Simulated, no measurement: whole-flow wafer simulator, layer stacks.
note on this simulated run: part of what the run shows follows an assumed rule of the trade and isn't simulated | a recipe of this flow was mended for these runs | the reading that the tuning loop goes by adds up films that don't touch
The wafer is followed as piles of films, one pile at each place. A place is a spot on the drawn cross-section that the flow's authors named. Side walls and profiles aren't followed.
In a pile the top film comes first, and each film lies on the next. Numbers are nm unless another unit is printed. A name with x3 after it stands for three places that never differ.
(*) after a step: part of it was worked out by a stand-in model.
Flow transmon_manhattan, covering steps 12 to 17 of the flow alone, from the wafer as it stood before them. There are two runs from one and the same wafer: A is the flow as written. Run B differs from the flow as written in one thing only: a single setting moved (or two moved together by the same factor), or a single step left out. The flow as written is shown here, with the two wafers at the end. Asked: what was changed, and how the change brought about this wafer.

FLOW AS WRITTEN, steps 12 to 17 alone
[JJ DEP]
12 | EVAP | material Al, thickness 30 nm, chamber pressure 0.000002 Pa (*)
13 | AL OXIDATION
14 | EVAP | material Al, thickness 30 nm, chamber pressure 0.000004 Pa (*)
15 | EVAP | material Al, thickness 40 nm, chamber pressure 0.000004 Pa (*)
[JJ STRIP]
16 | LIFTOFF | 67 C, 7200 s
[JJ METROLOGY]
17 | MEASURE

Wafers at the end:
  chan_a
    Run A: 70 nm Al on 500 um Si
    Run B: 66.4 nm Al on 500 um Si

The reason: step 15, EVAP: thickness 36.4 nm was run, while the flow as written has thickness 40 nm.

How this came from the change, step by step:
  15 | EVAP | material Al, thickness 40 nm, chamber pressure 0.000004 Pa (*)
      field, chan_a: A +40 Al | B +36.4 Al
  16 | LIFTOFF | 67 C, 7200 s
      field: A -70 Al (all of it), -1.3 Al2O3 (all of it), -29.2 Al (all of it), -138 e-beam-resist (all of it), -500 copolymer-underlayer (all of it) | B -66.4 Al (all of it), -1.3 Al2O3 (all of it), -29.2 Al (all of it), -138 e-beam-resist (all of it), -500 copolymer-underlayer (all of it)
